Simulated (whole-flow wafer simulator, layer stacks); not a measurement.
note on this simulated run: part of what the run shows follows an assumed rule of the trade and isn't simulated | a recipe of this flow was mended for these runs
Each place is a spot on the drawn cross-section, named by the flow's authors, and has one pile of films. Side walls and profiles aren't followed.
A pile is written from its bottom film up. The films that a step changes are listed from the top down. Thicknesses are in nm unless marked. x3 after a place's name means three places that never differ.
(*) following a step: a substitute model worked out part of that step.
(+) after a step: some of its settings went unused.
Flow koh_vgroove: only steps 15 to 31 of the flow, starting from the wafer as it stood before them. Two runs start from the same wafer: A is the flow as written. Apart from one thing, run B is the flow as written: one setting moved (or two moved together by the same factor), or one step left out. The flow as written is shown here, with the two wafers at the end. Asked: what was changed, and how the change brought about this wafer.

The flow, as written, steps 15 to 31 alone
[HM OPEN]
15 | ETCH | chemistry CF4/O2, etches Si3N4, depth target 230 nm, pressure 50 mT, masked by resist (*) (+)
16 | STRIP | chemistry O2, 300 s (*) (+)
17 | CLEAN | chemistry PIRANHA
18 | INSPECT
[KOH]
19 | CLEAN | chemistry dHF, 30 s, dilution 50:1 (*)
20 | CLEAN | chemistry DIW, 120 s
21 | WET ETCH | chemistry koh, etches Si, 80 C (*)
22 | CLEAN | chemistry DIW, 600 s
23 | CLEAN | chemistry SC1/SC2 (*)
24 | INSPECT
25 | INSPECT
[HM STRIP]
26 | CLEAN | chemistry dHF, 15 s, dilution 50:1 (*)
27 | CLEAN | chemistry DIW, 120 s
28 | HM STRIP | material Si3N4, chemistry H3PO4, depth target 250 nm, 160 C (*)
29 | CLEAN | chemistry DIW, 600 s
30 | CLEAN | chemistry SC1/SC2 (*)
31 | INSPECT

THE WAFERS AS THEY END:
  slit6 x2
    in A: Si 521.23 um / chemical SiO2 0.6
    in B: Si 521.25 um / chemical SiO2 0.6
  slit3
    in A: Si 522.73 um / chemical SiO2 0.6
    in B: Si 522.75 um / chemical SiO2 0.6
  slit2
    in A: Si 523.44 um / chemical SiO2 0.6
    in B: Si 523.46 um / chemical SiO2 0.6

The reason: step 15, ETCH: depth target 213 nm was run, while the flow as written has depth target 230 nm.

How this came from the change, step by step:
  15 | ETCH | chemistry CF4/O2, etches Si3N4, depth target 230 nm, pressure 50 mT, masked by resist (*) (+)
      slit3, slit2, slit6 x2: A Si3N4 loses 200 (all of it), chemical SiO2 loses 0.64 (all of it), Si loses 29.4 | B Si3N4 loses 200 (all of it), chemical SiO2 loses 0.64 (all of it), Si loses 12.4
      field: A i-line-resist loses 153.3 | B i-line-resist loses 142
